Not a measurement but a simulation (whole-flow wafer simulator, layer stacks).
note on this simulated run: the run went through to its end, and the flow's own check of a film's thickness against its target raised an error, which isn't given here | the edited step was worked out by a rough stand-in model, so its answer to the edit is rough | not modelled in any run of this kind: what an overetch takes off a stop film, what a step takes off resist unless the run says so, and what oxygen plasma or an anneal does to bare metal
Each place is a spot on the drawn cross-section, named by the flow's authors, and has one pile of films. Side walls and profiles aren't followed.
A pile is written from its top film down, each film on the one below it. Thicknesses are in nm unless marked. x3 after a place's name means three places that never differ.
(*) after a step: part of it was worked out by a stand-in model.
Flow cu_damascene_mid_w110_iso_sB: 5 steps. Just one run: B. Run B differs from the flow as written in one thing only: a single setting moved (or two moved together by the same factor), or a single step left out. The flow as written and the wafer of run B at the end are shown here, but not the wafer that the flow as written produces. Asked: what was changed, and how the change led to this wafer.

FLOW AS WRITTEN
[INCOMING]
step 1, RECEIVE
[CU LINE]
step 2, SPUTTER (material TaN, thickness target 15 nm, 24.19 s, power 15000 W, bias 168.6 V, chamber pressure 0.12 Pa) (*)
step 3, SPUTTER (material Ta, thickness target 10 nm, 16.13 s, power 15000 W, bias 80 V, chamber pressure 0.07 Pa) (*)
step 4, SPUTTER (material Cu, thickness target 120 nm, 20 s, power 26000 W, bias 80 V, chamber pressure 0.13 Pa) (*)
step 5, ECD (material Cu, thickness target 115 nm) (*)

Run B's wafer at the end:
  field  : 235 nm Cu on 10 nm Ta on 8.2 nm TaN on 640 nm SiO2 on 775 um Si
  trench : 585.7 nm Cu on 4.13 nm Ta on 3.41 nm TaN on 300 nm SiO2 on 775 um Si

The reason: step 2, SPUTTER: thickness target 8.2 nm was run, though the flow has thickness target 15 nm; step 2, SPUTTER: 13.3 s was run, where the flow has 24.19 s.
One can read it off the wafer: field has TaN 8.2, and step 2 as written asks for 15 nm.

The path from the change to this, step by step:
  step 2, SPUTTER (material TaN, thickness target 15 nm, 24.19 s, power 15000 W, bias 168.6 V, chamber pressure 0.12 Pa) (*)
      field: +8.2 TaN (new film) (as written it would have been: +15 TaN (new film))
      trench: +3.41 TaN (new film) (as written it would have been: +6.23 TaN (new film))
  step 4, SPUTTER (material Cu, thickness target 120 nm, 20 s, power 26000 W, bias 80 V, chamber pressure 0.13 Pa) (*)
      trench: +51 Cu (new film) (as written it would have been: +49.9 Cu (new film))
